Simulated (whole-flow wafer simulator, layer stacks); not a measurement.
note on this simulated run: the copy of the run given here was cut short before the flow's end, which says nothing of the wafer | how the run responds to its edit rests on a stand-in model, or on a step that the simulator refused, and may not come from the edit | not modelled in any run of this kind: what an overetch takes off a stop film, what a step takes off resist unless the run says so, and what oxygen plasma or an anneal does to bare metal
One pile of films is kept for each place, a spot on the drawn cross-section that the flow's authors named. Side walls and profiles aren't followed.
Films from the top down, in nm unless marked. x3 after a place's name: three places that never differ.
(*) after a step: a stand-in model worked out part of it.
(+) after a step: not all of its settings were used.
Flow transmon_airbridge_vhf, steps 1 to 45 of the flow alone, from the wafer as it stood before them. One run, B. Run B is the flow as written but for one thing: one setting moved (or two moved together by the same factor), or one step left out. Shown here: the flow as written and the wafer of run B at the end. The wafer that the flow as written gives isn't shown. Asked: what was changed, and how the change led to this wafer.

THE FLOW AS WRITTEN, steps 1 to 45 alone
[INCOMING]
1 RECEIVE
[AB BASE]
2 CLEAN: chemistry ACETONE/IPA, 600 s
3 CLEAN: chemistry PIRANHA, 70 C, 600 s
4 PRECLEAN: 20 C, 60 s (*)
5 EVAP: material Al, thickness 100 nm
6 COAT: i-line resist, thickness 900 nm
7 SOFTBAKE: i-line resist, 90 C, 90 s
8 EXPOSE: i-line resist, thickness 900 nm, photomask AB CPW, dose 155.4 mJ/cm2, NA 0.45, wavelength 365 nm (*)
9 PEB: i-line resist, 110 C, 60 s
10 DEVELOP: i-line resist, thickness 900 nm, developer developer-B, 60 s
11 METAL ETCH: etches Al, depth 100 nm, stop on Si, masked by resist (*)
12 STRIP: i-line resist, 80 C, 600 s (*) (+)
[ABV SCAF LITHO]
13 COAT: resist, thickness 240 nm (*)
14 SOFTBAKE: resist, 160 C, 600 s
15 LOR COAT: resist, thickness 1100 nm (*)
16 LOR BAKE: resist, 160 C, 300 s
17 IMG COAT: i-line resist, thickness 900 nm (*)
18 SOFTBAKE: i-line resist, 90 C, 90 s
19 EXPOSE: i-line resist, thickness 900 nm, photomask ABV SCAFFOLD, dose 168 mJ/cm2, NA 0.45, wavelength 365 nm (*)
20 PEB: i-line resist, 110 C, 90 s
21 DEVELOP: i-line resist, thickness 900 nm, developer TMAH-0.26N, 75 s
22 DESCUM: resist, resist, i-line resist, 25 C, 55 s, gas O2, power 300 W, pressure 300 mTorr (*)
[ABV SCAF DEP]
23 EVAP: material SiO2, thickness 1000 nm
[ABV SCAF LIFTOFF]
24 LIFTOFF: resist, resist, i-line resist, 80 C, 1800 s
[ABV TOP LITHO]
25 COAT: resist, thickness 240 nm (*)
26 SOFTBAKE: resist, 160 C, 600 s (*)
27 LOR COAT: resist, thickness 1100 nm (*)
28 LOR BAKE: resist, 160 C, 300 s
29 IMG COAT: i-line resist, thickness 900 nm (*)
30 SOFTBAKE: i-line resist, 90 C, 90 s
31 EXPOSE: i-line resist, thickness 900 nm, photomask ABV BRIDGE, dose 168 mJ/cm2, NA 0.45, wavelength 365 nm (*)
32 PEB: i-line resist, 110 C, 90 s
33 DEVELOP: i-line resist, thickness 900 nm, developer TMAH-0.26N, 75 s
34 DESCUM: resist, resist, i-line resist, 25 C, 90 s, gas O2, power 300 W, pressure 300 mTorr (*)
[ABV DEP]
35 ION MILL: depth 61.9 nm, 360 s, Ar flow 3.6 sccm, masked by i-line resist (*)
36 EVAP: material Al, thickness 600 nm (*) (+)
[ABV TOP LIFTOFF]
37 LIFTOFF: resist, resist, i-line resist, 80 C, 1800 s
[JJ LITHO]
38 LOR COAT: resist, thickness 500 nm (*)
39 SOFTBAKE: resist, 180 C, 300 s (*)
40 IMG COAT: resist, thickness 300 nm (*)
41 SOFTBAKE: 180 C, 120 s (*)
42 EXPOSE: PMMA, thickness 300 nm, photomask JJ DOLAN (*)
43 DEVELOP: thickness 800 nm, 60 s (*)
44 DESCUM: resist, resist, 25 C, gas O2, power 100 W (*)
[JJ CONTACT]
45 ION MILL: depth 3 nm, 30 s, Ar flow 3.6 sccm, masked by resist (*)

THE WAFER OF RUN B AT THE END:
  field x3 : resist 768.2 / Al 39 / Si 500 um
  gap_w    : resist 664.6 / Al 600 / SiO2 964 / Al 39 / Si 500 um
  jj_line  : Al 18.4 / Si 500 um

The cause: step 5, EVAP: thickness 139 nm was run, where the flow has thickness 100 nm.

How the change led to this, step by step:
  5 EVAP: material Al, thickness 100 nm
      field x3, jj_line, ground_far and 12 more: Al +139 (new film) (as written it would be: Al +100 (new film))
  11 METAL ETCH: etches Al, depth 100 nm, stop on Si, masked by resist (*)
      field x3, jj_line, gap_w, gap_e: Al -100 (as written it would be: Al -100 (all of it))
  45 ION MILL: depth 3 nm, 30 s, Ar flow 3.6 sccm, masked by resist (*)
      jj_line: Al -20.6 (as written it would be: Si -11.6)
Counting metal films that touch as one body, field x3 has 1 body; the flow as written gives 0 bodies.
Counting metal films that touch as one body, gap_w has 2 bodies (between them, from the top down: SiO2 964); the flow as written gives 1 body.
Counting metal films that touch as one body, jj_line has 1 body; the flow as written gives 0 bodies.
